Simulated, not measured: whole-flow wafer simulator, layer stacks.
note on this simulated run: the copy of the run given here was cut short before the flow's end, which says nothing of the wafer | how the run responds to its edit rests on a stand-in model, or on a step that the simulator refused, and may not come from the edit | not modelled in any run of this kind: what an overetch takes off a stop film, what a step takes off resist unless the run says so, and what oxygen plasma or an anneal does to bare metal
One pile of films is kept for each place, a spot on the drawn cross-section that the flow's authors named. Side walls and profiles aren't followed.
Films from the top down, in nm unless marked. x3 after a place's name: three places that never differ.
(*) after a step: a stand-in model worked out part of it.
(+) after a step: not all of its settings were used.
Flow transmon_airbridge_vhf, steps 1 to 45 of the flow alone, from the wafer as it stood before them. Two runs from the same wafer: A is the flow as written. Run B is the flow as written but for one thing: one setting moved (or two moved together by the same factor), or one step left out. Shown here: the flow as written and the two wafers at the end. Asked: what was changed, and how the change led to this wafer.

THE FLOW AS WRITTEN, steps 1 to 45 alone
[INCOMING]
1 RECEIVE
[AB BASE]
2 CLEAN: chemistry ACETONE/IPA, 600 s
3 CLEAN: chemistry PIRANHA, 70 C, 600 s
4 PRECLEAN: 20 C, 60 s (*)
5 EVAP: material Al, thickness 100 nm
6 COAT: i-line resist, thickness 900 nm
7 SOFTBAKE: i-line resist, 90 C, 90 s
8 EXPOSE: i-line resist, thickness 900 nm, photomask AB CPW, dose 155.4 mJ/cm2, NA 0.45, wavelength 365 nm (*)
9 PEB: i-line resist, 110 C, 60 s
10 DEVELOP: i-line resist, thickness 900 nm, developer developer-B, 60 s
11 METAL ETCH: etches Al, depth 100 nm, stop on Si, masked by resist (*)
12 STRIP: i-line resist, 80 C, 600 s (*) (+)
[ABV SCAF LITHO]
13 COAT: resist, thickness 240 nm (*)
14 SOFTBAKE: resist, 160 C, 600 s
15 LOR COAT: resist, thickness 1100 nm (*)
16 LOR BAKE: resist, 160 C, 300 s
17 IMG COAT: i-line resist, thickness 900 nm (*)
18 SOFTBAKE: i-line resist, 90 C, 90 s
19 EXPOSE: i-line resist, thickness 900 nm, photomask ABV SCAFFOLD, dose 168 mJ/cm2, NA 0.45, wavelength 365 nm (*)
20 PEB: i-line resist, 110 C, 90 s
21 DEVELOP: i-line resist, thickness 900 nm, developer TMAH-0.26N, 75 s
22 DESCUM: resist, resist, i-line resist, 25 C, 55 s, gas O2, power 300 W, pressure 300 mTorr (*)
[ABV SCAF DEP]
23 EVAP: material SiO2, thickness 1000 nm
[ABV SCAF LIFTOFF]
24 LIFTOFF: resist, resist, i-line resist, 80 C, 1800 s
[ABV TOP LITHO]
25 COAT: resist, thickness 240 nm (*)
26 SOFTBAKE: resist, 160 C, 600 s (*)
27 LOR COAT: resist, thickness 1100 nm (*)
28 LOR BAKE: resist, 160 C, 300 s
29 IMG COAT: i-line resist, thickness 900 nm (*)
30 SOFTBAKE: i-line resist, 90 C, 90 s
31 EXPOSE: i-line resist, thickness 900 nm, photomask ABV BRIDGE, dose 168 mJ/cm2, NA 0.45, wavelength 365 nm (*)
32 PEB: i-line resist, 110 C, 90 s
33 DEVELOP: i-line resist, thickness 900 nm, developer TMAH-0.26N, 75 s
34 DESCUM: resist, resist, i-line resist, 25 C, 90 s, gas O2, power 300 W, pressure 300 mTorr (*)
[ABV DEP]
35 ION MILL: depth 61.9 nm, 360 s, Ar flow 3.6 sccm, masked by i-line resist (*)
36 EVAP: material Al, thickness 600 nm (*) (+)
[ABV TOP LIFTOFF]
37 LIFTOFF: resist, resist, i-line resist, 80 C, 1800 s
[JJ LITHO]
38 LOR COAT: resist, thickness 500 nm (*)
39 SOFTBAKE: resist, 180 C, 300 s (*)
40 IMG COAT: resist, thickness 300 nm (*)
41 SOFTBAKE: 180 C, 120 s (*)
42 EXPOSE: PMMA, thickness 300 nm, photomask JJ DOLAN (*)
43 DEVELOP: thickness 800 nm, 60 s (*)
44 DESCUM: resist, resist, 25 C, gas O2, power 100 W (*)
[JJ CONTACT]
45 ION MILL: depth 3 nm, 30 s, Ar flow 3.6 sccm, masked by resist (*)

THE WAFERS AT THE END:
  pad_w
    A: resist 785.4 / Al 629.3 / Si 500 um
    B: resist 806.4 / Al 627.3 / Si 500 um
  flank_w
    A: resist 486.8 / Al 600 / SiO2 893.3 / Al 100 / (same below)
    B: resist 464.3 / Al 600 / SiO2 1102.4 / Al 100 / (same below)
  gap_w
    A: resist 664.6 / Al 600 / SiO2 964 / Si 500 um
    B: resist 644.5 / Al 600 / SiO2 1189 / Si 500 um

The cause: step 23, EVAP: thickness 1225 nm was run, where the flow has thickness 1000 nm.

How the change led to this, step by step:
  23 EVAP: material SiO2, thickness 1000 nm
      field x3, jj_line, ground_far and 10 more: A SiO2 +1000 (new film) | B SiO2 +1225 (new film)
      flank_w, flank_e: A SiO2 +929.3 (new film) | B SiO2 +1138.4 (new film)
  24 LIFTOFF: resist, resist, i-line resist, 80 C, 1800 s
      field x3, jj_line, trace_open_s x2: A SiO2 -1000 (all of it), i-line resist -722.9 (all of it), resist -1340 (all of it) | B SiO2 -1225 (all of it), i-line resist -722.9 (all of it), resist -1340 (all of it)
      pad_w, pad_e: A SiO2 -1000 (all of it), i-line resist -718 (all of it), resist -1330.2 (all of it) | B SiO2 -1225 (all of it), i-line resist -718 (all of it), resist -1330.2 (all of it)
      (and at 1 more place)
  25 COAT: resist, thickness 240 nm (*)
      flank_w, flank_e: A resist +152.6 (new film) | B resist +147.1 (new film)
      gap_w, gap_e: A resist +210.7 (new film) | B resist +201 (new film)
      (and at 6 more places)
  27 LOR COAT: resist, thickness 1100 nm (*)
      gap_w, gap_e: A resist +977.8 | B resist +947.8
      margin_s, margin_n: A resist +823.4 | B resist +773.1
      (and at 6 more places)
  29 IMG COAT: i-line resist, thickness 900 nm (*)
      margin_s, margin_n: A i-line resist +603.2 (new film) | B i-line resist +531.9 (new film)
      ground_far: A i-line resist +1024.5 (new film) | B i-line resist +1053.8 (new film)
      (and at 6 more places)
  32 PEB: i-line resist, 110 C, 90 s
      flank_w, flank_e: A i-line resist -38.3 | B i-line resist -36
      gap_w, gap_e: A i-line resist -34.7 | B i-line resist -32.1
      (and at 6 more places)
  33 DEVELOP: i-line resist, thickness 900 nm, developer TMAH-0.26N, 75 s
      gap_w, gap_e: A i-line resist -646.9 (all of it), resist -977.8 | B i-line resist -599.7 (all of it), resist -947.8
      pad_w: A i-line resist -937.2 (all of it), resist -1247.8 | B i-line resist -955.6 (all of it), resist -1283.3
      (and at 5 more places)
  34 DESCUM: resist, resist, i-line resist, 25 C, 90 s, gas O2, power 300 W, pressure 300 mTorr (*)
      flank_w, flank_e: A resist -152.6 (all of it) | B resist -147.1 (all of it)
      gap_w, gap_e: A resist -210.7 (all of it) | B resist -201 (all of it)
      (and at 4 more places)
  37 LIFTOFF: resist, resist, i-line resist, 80 C, 1800 s
      margin_s, margin_n: A Al -600 (all of it), i-line resist -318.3 (all of it), resist -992 (all of it) | B Al -600 (all of it), i-line resist -250.7 (all of it), resist -929.1 (all of it)
      ground_far: A Al -600 (all of it), i-line resist -717.9 (all of it), resist -1384.9 (all of it) | B Al -600 (all of it), i-line resist -745.6 (all of it), resist -1390.8 (all of it)
  38 LOR COAT: resist, thickness 500 nm (*)
      pad_w, pad_e: A resist +517 (new film) | B resist +530.6 (new film)
      flank_w, flank_e: A resist +306.5 (new film) | B resist +290.9 (new film)
      (and at 6 more places)
  40 IMG COAT: resist, thickness 300 nm (*)
      pad_w, pad_e: A resist +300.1 | B resist +307.6
      flank_w, flank_e: A resist +212.1 | B resist +205.2
      (and at 6 more places)
